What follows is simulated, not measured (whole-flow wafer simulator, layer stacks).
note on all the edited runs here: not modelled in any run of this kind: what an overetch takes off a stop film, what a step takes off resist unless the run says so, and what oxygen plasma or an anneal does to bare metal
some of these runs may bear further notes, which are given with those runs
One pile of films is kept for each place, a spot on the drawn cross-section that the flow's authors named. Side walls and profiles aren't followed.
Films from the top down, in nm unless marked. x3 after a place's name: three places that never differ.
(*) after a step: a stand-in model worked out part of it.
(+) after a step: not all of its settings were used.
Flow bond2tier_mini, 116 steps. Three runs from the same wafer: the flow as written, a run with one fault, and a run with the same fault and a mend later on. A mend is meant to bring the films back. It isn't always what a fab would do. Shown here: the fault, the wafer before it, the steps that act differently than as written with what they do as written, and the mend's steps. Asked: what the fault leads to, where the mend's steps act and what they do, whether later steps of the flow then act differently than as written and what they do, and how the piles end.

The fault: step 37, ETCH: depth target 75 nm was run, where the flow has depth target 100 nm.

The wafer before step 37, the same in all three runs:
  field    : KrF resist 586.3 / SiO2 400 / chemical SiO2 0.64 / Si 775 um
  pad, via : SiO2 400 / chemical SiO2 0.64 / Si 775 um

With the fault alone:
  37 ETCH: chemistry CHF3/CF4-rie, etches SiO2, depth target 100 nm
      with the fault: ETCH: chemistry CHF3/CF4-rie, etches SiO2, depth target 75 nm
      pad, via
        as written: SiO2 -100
        with the fault: SiO2 -75
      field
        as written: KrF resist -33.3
        with the fault: KrF resist -25
  Later steps of the flow that act differently than as written (2 more steps differ only slightly, by at most 2% or 0.5 nm, whichever is larger, and aren't shown):
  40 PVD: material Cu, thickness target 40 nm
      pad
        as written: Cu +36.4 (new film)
        with the fault: Cu +37.3 (new film)
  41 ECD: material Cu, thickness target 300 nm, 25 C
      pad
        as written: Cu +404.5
        with the fault: Cu +378.4
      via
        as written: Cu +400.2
        with the fault: Cu +375.1
  At the end the piles differ from the flow's by more than 2% or 0.5 nm, whichever is larger, at pad.
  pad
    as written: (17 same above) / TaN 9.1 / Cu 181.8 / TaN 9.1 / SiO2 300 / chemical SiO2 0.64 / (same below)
    with the fault: (17 same above) / TaN 9.1 / Cu 156.6 / TaN 9.32 / SiO2 325 / chemical SiO2 0.64 / (same below)

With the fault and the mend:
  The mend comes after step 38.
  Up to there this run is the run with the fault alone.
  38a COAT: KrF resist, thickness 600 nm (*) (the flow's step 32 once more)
      field
        KrF resist +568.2 (new film)
      pad
        KrF resist +633.2 (new film)
      via
        KrF resist +629.1 (new film)
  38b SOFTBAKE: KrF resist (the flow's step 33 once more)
      changes no film at any place that is followed
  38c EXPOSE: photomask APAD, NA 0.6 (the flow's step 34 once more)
      changes no film at any place that is followed
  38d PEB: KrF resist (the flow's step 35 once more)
      changes no film at any place that is followed
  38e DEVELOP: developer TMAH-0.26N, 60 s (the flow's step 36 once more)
      field
        KrF resist -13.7
      pad
        KrF resist -633.2 (all of it)
      via
        KrF resist -629.1 (all of it)
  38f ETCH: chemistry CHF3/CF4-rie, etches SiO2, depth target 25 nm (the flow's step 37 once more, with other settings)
      pad, via
        SiO2 -25
      field
        KrF resist -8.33
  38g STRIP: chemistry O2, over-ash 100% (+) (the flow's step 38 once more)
      field
        KrF resist -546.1 (all of it)
  No later step of the flow acts differently than as written at any place that is followed.
  At the end the piles are the same as the flow's at every place that both follow.
